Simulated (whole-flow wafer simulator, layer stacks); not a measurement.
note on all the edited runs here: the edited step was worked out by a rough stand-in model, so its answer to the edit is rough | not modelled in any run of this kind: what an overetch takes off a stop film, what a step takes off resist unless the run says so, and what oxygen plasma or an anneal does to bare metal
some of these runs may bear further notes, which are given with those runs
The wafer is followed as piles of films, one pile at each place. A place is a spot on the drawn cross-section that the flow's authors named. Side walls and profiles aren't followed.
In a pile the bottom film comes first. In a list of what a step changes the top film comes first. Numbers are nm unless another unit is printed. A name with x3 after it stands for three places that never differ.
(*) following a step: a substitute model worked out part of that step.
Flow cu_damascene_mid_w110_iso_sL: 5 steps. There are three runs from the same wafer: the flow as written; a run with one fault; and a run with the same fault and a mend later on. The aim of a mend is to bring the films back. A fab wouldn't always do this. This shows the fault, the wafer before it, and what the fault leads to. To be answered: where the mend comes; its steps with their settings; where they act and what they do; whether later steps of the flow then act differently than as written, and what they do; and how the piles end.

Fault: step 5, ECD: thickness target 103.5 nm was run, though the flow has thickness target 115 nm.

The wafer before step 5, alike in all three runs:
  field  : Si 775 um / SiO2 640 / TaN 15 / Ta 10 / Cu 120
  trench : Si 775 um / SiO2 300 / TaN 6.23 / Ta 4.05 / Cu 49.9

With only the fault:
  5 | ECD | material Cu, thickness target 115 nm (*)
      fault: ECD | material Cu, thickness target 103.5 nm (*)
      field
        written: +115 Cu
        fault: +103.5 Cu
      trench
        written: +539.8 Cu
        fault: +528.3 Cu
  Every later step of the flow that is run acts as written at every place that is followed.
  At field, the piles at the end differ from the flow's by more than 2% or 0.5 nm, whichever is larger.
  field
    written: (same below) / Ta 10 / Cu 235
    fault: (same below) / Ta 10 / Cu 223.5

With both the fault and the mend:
  The mend follows step 5.
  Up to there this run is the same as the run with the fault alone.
  5a | ECD | material Cu, thickness target 11.5 nm (a further turn of the flow's step 5, with different settings)
      field, trench
        +11.5 Cu
  Every later step of the flow that is run acts as written at every place that is followed.
  By the end, the piles equal the flow's at every place that both follow.
